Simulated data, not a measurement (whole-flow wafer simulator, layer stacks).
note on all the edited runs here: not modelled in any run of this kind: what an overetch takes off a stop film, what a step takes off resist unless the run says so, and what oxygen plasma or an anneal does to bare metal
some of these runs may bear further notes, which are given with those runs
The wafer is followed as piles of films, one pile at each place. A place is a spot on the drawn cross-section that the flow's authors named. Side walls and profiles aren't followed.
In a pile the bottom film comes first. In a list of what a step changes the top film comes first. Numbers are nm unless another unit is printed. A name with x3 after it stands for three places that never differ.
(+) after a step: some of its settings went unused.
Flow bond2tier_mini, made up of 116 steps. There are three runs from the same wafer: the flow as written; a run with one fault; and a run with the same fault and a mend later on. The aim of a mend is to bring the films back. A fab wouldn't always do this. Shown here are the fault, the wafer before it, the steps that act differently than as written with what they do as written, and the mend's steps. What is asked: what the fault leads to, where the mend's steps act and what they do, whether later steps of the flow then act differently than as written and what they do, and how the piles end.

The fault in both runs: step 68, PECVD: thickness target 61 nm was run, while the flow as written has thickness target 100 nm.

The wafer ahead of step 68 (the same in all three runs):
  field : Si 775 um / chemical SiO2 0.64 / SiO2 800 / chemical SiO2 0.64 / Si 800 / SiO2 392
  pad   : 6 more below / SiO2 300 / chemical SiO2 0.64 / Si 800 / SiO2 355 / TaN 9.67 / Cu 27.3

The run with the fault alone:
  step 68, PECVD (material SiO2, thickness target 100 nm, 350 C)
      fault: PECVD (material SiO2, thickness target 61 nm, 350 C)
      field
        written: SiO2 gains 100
        fault: SiO2 gains 61
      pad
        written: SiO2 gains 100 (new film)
        fault: SiO2 gains 61 (new film)
  Later steps of the flow acting differently than as written (2 more steps, not shown, differ only slightly: by at most 2% or 0.5 nm, whichever is larger):
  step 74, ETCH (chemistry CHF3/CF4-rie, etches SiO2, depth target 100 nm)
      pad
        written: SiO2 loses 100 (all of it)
        fault: SiO2 loses 61 (all of it), Cu loses 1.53
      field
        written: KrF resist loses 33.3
        fault: KrF resist loses 30.5
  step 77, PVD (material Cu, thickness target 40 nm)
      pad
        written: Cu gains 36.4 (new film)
        fault: Cu gains 37.7 (new film)
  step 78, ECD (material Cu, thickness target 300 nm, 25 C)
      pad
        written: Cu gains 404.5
        fault: Cu gains 365.3
  By the end, the piles at field, pad depart from the flow's by more than 2% or 0.5 nm, whichever is larger.
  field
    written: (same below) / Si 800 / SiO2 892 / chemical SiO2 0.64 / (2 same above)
    fault: (same below) / Si 800 / SiO2 853 / chemical SiO2 0.64 / (2 same above)
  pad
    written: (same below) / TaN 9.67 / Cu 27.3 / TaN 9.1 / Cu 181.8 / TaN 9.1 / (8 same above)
    fault: (same below) / TaN 9.67 / Cu 25.8 / TaN 9.48 / Cu 143.9 / TaN 9.1 / (8 same above)

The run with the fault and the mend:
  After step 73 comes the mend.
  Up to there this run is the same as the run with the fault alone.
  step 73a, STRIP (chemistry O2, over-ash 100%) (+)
      field
        KrF resist loses 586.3 (all of it)
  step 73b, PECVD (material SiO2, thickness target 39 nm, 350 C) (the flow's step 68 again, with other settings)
      field, pad
        SiO2 gains 39
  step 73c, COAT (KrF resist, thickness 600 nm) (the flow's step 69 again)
      field, pad
        KrF resist gains 600 (new film)
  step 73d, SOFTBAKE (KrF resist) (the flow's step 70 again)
      leaves every film unchanged at each place that is followed
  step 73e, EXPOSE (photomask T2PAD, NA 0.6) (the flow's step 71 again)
      leaves every film unchanged at each place that is followed
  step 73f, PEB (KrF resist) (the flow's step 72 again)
      leaves every film unchanged at each place that is followed
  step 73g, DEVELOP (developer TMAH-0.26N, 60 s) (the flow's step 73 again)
      field
        KrF resist loses 13.7
      pad
        KrF resist loses 600 (all of it)
  Later steps of the flow that are run all act as written at every place that is followed.
  The piles end the same as the flow's at every place that both follow.
